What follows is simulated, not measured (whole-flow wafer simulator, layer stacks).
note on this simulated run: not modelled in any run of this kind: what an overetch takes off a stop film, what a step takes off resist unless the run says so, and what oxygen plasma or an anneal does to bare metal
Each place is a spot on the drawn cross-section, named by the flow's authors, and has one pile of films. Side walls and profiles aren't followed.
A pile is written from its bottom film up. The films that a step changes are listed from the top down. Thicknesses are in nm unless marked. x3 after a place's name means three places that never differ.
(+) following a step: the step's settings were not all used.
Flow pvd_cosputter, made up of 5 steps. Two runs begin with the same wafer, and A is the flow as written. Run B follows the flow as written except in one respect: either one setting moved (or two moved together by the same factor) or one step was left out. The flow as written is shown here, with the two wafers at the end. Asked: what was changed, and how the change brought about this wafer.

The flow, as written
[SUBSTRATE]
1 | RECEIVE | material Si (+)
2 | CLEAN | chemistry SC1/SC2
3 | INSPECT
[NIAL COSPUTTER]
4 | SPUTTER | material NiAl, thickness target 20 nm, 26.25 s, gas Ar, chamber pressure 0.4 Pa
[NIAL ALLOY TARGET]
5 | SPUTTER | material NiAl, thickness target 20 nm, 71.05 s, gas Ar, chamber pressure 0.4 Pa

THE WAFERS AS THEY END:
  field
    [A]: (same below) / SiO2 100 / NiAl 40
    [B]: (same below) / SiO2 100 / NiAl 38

What caused this: step 4, SPUTTER: thickness target 18 nm was run, though the flow has thickness target 20 nm.

How this came from the change, step by step:
  4 | SPUTTER | material NiAl, thickness target 20 nm, 26.25 s, gas Ar, chamber pressure 0.4 Pa
      field: A +20 NiAl (new film) | B +18 NiAl (new film)
